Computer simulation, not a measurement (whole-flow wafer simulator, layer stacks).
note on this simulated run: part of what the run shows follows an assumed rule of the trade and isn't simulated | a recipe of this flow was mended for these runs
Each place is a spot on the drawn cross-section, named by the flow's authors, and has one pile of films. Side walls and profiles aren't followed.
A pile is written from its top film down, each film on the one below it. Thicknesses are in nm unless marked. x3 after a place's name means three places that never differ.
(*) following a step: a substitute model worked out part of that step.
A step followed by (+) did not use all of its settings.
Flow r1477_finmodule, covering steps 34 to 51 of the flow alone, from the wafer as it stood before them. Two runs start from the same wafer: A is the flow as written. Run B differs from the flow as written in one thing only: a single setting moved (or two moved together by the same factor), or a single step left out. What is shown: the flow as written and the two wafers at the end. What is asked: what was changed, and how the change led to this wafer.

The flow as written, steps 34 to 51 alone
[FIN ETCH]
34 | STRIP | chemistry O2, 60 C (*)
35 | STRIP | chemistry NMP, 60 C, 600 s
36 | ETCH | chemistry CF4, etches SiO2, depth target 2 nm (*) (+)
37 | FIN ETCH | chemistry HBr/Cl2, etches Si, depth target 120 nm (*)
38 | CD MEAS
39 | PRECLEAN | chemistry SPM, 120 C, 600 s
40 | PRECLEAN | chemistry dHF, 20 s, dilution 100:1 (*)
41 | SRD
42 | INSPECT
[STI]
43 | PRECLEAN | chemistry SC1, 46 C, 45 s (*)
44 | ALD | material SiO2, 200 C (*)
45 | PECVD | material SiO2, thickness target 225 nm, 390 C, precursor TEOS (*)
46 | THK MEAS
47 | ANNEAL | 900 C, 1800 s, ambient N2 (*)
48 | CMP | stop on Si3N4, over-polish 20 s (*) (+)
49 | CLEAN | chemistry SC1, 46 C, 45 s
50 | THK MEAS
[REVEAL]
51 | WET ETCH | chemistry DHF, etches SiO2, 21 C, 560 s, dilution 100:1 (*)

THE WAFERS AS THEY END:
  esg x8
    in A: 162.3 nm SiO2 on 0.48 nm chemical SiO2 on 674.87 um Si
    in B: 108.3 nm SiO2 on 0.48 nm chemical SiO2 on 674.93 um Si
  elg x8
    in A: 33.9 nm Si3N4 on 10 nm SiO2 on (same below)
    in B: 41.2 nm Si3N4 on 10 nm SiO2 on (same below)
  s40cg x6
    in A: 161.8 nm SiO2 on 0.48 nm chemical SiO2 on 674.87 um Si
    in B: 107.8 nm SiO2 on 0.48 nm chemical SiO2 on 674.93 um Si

The reason: step 37, FIN ETCH: depth target 66 nm was run, though the flow has depth target 120 nm.

How this came from the change, step by step:
  37 | FIN ETCH | chemistry HBr/Cl2, etches Si, depth target 120 nm (*)
      pad x2, esg x8, s40cg x6, s40sg x6: A -120 Si | B -66 Si
      elg x8: A -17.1 Si3N4 | B -9.43 Si3N4
      (and at 6 other places as well)
  44 | ALD | material SiO2, 200 C (*)
      esg x8: A +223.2 SiO2 (new film) | B +176.9 SiO2 (new film)
      s40cg x6: A +263.2 SiO2 (new film) | B +213.3 SiO2 (new film)
      (and at 6 other places as well)
  48 | CMP | stop on Si3N4, over-polish 20 s (*) (+)
      elg x8, esg x8: A -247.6 SiO2 | B -255.3 SiO2
      pad x2: A -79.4 SiO2 | B -133.4 SiO2
  51 | WET ETCH | chemistry DHF, etches SiO2, 21 C, 560 s, dilution 100:1 (*)
      elg x8: A -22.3 SiO2 (all of it), -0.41 Si3N4 | B -14.6 SiO2 (all of it), -0.79 Si3N4
